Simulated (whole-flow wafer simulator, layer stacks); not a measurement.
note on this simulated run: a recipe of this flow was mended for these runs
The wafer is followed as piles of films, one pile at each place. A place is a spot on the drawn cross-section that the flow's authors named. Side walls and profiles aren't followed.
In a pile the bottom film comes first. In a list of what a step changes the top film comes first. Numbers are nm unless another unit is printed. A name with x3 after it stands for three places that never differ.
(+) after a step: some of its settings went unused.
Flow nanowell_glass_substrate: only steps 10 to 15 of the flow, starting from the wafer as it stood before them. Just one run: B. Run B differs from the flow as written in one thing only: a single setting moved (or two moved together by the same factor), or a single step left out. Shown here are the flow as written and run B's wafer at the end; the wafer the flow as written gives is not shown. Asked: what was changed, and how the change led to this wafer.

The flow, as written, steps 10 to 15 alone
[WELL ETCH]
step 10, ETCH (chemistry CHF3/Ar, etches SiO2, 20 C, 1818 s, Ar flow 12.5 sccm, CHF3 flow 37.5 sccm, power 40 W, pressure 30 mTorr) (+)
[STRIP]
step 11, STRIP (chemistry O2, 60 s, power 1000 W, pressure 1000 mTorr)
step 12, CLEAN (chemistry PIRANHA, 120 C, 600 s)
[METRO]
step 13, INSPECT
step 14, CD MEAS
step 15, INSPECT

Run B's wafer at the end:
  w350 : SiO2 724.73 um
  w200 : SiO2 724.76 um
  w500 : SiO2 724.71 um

The reason: step 10, ETCH: 1659 s was run, though the flow has 1818 s.

Step by step, how the change led to this:
  step 10, ETCH (chemistry CHF3/Ar, etches SiO2, 20 C, 1818 s, Ar flow 12.5 sccm, CHF3 flow 37.5 sccm, power 40 W, pressure 30 mTorr) (+)
      land: -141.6 UV-NIL-ACRYLATE (as written it would have been: -156.2 UV-NIL-ACRYLATE)
      w350: -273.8 SiO2 (as written it would have been: -300 SiO2)
      (and at 3 other places as well)
  step 11, STRIP (chemistry O2, 60 s, power 1000 W, pressure 1000 mTorr)
      land: -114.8 UV-NIL-ACRYLATE (all of it) (as written it would have been: -100.2 UV-NIL-ACRYLATE (all of it))
